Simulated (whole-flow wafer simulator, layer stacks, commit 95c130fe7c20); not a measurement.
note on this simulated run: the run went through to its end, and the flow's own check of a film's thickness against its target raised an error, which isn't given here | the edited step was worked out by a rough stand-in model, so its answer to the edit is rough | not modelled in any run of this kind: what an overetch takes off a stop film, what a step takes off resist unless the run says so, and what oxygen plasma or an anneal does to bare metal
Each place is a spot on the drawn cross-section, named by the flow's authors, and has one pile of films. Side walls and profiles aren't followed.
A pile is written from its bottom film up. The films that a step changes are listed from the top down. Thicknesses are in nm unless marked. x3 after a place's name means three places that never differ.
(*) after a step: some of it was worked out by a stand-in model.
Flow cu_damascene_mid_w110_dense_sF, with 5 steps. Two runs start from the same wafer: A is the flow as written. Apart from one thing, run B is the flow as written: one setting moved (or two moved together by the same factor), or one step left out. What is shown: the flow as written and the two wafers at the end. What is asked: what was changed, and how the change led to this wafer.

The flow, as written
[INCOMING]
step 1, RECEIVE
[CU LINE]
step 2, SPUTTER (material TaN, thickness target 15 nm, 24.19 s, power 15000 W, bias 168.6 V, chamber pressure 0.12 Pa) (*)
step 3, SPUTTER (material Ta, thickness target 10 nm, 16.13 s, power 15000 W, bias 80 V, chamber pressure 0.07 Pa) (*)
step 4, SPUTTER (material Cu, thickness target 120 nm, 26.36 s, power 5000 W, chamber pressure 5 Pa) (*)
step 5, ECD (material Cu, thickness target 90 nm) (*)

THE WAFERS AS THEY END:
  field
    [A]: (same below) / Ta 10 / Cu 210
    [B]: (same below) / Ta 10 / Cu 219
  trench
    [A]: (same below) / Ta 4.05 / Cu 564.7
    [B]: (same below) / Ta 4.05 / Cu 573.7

What caused this: step 5, ECD: thickness target 99 nm was run, whereas the flow has thickness target 90 nm.

The path from the change to this, step by step:
  step 5, ECD (material Cu, thickness target 90 nm) (*)
      field: A +90 Cu | B +99 Cu
